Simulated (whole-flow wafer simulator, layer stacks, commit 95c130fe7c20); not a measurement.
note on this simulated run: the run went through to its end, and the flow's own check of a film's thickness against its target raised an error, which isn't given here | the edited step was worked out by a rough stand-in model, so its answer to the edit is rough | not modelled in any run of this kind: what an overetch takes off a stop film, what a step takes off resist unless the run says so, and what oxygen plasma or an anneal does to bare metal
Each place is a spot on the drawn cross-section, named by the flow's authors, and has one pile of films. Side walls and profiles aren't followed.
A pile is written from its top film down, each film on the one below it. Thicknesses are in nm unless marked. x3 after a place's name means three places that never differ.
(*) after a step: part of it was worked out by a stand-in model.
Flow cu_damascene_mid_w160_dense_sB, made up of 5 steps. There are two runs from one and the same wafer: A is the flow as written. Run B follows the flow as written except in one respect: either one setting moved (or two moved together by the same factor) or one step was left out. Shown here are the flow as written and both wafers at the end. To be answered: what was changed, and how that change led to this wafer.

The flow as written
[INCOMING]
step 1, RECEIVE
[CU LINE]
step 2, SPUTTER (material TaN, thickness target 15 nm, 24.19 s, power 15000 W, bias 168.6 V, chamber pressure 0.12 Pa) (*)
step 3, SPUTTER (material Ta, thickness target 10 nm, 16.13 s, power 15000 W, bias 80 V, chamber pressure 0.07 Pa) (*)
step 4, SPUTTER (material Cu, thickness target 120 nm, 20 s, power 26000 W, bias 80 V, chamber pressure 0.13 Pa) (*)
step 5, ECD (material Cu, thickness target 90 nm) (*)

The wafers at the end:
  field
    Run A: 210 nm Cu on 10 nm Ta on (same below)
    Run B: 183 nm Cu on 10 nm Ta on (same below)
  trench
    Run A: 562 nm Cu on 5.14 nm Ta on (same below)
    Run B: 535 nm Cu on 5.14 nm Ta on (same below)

The reason: step 5, ECD: thickness target 63 nm was run, whereas the flow has thickness target 90 nm.

Step by step, how the change led to this:
  step 5, ECD (material Cu, thickness target 90 nm) (*)
      field: A +90 Cu | B +63 Cu
      trench: A +500 Cu | B +473 Cu
